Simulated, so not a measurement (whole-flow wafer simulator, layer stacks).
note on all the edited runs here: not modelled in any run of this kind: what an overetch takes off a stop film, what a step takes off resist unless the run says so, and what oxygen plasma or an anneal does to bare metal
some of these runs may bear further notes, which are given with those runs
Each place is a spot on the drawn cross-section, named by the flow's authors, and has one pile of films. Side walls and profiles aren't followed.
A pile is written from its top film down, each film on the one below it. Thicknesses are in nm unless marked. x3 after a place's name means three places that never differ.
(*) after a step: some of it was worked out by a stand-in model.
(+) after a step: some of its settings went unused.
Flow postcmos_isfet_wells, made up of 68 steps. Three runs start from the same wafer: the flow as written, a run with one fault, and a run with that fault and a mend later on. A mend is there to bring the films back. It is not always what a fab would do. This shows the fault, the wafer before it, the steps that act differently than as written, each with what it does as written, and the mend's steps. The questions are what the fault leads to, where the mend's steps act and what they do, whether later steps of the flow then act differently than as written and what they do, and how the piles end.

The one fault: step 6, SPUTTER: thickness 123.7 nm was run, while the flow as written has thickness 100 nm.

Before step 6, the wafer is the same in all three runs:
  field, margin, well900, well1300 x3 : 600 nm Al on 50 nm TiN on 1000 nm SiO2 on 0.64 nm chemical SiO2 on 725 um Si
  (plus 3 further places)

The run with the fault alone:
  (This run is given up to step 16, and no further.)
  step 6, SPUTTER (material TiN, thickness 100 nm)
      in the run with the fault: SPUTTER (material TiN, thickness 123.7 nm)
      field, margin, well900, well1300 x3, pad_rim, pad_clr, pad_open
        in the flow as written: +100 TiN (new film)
        in the run with the fault: +123.7 TiN (new film)
  Later steps of the flow acting differently than as written:
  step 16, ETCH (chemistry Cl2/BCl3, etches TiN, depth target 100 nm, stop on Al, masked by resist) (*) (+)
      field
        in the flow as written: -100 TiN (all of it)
        in the run with the fault: -100 TiN
  The piles after step 16 differ from the flow's at field, margin, well900, well1300 x3, pad_rim, pad_clr, pad_open by more than 2% or 0.5 nm, whichever is larger.
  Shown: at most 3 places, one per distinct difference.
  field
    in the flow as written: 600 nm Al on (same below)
    in the run with the fault: 23.7 nm TiN on 600 nm Al on (same below)
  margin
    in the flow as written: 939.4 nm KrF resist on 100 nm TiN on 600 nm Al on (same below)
    in the run with the fault: 939.4 nm KrF resist on 123.7 nm TiN on 600 nm Al on (same below)

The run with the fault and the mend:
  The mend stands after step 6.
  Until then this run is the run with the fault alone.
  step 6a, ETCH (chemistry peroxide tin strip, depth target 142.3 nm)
      field, margin, well900, well1300 x3, pad_rim, pad_clr, pad_open
        -123.7 TiN (all of it)
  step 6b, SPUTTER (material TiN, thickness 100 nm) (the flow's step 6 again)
      field, margin, well900, well1300 x3, pad_rim, pad_clr, pad_open
        +100 TiN (new film)
  Later steps of the flow that are run all act as written at every place that is followed.
  At every place that both follow, the piles at the end match the flow's.
